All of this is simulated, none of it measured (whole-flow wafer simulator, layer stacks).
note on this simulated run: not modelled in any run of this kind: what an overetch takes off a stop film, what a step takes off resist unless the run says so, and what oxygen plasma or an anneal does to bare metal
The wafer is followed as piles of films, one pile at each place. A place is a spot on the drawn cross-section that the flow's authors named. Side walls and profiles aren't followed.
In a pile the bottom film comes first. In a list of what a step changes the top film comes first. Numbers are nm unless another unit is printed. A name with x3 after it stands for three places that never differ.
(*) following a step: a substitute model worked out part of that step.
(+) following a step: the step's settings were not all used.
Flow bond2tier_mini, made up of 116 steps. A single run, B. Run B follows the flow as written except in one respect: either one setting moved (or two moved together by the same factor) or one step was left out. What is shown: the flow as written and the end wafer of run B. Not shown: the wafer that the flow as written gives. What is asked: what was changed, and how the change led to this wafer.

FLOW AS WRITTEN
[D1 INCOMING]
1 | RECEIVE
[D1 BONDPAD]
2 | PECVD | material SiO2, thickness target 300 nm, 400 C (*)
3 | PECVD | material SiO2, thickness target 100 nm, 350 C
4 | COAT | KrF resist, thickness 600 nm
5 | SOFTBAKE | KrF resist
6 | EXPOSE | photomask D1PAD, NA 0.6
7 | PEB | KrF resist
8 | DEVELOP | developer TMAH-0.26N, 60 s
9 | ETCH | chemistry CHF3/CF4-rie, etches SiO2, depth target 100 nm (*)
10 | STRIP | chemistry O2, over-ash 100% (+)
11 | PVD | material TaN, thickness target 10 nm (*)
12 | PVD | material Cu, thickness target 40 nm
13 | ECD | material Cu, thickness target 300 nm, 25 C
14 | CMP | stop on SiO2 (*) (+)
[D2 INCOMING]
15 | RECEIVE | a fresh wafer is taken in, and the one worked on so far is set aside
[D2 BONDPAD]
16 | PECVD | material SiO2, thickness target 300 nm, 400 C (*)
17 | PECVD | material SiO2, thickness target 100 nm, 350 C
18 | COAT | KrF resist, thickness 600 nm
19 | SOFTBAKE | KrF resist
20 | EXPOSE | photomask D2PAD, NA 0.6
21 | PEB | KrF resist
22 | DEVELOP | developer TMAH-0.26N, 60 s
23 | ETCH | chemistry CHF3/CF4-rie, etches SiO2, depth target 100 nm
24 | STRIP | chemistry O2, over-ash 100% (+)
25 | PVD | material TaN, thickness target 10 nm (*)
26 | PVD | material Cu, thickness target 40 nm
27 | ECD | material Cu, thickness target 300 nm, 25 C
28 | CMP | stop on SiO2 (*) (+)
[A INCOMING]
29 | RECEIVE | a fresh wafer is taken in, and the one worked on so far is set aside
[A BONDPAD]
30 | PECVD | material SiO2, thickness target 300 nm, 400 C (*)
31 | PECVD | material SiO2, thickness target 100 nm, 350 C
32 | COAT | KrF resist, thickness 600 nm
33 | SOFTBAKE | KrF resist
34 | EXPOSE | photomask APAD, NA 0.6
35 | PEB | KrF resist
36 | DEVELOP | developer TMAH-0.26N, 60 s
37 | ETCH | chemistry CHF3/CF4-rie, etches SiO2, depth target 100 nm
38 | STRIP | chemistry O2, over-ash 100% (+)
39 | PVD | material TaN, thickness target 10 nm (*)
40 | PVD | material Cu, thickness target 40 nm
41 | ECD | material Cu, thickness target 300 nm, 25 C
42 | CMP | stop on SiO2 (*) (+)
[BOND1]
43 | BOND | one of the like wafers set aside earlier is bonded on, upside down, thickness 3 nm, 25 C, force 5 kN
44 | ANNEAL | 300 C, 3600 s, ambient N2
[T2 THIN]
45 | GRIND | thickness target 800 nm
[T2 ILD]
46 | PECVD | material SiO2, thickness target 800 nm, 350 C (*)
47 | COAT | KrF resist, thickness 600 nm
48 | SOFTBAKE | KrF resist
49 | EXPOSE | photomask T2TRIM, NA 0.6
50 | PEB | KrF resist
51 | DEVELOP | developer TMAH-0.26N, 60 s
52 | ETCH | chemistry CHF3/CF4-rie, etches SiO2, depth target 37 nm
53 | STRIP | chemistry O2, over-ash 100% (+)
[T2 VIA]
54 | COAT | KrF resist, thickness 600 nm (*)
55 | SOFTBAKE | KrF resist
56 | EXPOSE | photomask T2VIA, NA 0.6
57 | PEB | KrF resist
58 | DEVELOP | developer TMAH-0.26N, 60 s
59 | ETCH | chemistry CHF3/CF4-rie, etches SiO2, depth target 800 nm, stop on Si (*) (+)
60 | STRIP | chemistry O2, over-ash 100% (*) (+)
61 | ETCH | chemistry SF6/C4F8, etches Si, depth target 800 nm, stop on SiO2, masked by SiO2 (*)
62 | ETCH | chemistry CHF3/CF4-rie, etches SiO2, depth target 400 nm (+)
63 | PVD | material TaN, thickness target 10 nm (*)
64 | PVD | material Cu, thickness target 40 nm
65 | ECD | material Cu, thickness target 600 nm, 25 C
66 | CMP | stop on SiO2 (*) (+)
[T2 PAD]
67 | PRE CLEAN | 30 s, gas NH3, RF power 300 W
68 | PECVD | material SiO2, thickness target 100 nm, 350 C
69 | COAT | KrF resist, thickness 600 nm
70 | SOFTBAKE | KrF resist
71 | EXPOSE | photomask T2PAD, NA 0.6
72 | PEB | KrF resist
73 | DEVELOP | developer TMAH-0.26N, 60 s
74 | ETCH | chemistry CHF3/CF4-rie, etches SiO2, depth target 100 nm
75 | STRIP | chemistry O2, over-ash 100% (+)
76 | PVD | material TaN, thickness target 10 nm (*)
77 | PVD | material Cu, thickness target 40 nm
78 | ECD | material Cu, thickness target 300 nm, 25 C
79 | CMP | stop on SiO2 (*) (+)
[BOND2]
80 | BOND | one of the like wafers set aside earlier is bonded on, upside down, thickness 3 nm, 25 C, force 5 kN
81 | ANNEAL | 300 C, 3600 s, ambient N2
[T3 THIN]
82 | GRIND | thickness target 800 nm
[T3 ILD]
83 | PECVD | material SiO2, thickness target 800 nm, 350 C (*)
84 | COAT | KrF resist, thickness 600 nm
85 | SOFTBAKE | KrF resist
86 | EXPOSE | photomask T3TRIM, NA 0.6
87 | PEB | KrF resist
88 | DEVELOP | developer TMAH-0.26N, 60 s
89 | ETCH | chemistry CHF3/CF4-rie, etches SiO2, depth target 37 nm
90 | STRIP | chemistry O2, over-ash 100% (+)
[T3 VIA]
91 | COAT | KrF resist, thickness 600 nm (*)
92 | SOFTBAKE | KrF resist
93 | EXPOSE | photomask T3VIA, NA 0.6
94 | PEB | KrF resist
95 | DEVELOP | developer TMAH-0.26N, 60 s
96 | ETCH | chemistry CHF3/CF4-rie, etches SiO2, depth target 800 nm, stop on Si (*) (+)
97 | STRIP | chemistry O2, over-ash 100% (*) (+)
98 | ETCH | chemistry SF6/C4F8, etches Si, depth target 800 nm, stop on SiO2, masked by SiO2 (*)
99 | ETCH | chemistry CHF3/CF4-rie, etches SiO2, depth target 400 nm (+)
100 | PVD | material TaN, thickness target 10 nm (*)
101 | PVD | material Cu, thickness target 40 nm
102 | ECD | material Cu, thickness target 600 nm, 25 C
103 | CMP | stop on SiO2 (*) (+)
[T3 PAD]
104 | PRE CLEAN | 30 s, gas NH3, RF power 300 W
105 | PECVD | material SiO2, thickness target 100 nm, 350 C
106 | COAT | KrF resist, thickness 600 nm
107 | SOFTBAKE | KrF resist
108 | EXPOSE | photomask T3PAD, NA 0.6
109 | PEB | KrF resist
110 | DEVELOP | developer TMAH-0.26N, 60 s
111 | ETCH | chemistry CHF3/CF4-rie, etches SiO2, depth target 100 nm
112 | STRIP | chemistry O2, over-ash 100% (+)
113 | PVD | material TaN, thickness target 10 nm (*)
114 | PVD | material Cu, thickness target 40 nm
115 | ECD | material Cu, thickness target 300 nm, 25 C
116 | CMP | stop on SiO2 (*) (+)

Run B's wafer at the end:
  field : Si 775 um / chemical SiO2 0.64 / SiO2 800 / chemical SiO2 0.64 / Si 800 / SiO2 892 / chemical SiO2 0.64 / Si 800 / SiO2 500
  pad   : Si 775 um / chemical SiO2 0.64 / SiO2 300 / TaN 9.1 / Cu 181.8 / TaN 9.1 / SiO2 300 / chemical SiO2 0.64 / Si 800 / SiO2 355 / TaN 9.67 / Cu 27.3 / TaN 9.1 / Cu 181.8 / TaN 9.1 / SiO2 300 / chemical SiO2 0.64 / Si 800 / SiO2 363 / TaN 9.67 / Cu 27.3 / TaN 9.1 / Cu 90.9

The reason: step 98, ETCH: chemistry SF6/C4F8, etches Si, depth target 800 nm, stop on SiO2, masked by SiO2 (*), was skipped.

The path from the change to this, step by step:
  (no step that both runs have acts differently)
